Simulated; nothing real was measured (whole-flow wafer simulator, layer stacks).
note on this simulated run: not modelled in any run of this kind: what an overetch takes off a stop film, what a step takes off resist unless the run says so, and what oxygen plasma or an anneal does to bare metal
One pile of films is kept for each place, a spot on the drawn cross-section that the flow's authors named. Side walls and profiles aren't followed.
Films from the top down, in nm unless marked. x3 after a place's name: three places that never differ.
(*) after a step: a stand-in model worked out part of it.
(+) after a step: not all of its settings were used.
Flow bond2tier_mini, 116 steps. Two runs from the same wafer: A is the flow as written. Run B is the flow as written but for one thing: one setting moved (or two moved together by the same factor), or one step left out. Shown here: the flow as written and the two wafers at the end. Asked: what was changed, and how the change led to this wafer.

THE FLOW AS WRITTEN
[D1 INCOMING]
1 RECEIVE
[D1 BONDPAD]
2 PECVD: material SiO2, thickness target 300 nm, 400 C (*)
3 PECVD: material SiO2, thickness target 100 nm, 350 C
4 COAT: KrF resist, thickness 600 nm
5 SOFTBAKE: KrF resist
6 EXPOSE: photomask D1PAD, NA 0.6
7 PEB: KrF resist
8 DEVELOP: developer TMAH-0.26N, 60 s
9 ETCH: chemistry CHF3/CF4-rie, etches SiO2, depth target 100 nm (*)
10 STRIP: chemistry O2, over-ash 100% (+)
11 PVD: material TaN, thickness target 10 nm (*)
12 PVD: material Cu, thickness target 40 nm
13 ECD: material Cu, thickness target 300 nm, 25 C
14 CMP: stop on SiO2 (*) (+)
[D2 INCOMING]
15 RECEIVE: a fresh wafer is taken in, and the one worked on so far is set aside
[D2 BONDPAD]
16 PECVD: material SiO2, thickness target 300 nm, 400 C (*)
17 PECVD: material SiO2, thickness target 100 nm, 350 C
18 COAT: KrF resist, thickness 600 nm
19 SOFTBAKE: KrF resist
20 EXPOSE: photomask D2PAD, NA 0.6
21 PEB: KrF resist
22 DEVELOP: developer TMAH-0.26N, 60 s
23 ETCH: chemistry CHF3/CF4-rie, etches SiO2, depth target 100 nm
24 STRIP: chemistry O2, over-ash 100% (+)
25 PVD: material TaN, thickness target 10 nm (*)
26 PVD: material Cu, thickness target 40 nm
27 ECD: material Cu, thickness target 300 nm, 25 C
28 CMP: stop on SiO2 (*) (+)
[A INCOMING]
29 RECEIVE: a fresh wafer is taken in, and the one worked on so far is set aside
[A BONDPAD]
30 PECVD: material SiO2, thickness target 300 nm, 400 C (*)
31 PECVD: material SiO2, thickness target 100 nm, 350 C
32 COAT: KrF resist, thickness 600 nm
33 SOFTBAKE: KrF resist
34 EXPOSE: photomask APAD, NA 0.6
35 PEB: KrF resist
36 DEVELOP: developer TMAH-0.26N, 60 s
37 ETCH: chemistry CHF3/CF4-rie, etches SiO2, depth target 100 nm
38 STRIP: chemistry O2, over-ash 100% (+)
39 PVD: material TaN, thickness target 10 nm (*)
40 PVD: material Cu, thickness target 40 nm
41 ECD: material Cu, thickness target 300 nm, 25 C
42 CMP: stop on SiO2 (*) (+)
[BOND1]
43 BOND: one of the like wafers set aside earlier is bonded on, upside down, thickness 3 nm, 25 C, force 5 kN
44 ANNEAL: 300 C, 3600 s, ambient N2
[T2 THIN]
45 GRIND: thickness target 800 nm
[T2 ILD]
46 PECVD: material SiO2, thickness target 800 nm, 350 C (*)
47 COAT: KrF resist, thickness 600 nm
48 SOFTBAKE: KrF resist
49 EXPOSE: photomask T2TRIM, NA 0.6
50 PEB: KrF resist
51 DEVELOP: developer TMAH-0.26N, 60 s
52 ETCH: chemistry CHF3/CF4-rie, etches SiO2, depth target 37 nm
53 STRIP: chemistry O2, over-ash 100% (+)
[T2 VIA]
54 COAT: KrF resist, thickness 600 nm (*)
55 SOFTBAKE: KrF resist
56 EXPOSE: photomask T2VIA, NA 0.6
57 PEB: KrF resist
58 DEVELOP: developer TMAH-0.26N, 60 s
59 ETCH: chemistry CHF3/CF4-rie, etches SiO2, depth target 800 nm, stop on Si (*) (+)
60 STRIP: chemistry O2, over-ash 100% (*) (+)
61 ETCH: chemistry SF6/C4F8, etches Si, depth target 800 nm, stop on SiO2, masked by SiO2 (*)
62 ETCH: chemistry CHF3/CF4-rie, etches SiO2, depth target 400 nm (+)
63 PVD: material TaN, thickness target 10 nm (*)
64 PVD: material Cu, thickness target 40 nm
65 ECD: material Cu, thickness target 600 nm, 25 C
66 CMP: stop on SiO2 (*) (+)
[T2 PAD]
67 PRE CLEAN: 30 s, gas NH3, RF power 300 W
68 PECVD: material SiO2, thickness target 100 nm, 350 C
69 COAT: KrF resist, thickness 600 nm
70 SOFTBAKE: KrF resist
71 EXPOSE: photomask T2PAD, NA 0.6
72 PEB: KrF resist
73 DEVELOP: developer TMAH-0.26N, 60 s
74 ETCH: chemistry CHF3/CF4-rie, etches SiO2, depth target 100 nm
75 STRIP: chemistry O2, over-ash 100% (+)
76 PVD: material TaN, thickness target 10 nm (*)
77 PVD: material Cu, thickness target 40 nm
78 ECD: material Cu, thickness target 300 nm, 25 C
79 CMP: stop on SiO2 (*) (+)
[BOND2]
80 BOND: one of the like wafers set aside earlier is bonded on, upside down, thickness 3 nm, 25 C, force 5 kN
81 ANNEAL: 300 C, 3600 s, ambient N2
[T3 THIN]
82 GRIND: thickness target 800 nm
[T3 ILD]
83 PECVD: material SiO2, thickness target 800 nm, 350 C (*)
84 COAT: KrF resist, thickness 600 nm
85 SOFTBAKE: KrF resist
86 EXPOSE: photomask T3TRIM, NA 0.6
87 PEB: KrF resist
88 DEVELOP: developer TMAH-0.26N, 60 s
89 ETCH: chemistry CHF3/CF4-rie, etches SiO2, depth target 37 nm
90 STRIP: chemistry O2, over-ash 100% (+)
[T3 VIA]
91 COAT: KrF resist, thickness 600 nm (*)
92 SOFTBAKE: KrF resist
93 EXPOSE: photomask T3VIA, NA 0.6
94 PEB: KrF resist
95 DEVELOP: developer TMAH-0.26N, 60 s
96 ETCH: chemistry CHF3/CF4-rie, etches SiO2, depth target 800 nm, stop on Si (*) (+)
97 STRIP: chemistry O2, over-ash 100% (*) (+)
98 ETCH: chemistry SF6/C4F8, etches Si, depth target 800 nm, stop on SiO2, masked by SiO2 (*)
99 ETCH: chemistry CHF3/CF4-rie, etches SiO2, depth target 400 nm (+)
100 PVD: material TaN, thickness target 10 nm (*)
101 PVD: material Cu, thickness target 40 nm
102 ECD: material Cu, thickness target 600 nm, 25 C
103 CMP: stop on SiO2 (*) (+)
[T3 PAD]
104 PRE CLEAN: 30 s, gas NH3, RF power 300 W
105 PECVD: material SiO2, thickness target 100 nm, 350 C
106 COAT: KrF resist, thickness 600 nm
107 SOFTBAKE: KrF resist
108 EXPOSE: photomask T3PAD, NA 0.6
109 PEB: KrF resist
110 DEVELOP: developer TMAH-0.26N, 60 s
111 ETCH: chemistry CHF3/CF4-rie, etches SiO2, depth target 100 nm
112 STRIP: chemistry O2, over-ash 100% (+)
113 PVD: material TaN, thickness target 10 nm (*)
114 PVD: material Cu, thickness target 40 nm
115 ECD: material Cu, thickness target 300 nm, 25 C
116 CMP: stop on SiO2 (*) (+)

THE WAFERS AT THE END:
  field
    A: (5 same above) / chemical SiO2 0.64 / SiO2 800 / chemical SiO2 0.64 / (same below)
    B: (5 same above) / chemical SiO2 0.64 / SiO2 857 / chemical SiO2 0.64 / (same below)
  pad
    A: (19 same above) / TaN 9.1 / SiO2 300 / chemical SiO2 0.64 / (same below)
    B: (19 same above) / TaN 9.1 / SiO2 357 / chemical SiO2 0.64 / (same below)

The cause: step 31, PECVD: thickness target 157 nm was run, where the flow has thickness target 100 nm.

How the change led to this, step by step:
  31 PECVD: material SiO2, thickness target 100 nm, 350 C
      field, pad, via: A SiO2 +100 | B SiO2 +157
